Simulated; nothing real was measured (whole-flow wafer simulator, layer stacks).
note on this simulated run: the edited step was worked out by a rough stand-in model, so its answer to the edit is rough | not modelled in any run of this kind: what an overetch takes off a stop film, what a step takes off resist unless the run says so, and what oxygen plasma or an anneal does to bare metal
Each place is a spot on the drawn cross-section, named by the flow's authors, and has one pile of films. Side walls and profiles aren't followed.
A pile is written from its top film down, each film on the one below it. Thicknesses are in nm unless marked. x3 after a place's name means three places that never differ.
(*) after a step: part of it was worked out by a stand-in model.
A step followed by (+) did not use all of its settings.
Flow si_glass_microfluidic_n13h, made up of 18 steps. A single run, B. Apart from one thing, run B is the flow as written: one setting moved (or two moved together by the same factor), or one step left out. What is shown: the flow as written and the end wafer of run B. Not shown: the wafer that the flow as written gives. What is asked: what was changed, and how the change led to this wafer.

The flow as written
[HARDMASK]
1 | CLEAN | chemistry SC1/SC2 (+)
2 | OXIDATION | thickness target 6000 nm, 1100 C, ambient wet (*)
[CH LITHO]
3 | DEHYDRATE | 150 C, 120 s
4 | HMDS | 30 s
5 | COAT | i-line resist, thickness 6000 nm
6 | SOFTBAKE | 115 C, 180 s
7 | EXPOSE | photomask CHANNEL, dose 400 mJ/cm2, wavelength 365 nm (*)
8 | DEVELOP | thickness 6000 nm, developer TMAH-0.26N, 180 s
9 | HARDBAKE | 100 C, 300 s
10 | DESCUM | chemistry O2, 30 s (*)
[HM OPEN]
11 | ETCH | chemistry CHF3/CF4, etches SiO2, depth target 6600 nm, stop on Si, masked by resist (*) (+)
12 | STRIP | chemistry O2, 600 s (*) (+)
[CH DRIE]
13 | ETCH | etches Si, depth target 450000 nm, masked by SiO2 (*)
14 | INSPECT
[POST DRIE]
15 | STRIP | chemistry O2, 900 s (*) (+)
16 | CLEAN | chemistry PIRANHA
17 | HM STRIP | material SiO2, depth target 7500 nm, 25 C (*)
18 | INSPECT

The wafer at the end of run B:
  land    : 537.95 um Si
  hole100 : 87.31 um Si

Cause: step 2, OXIDATION: thickness target 4650 nm was run, whereas the flow has thickness target 6000 nm.

The path from the change to this, step by step:
  2 | OXIDATION | thickness target 6000 nm, 1100 C, ambient wet (*)
      land, hole100: SiO2 gains 4650 (new film), chemical SiO2 loses 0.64 (all of it), Si loses 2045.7 (in the flow as written it would be: SiO2 gains 6000 (new film), chemical SiO2 loses 0.64 (all of it), Si loses 2639.7)
  11 | ETCH | chemistry CHF3/CF4, etches SiO2, depth target 6600 nm, stop on Si, masked by resist (*) (+)
      hole100: SiO2 loses 4650 (all of it) (in the flow as written it would be: SiO2 loses 6000 (all of it))
  17 | HM STRIP | material SiO2, depth target 7500 nm, 25 C (*)
      land: SiO2 loses 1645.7 (all of it) (in the flow as written it would be: SiO2 loses 2995.7 (all of it))
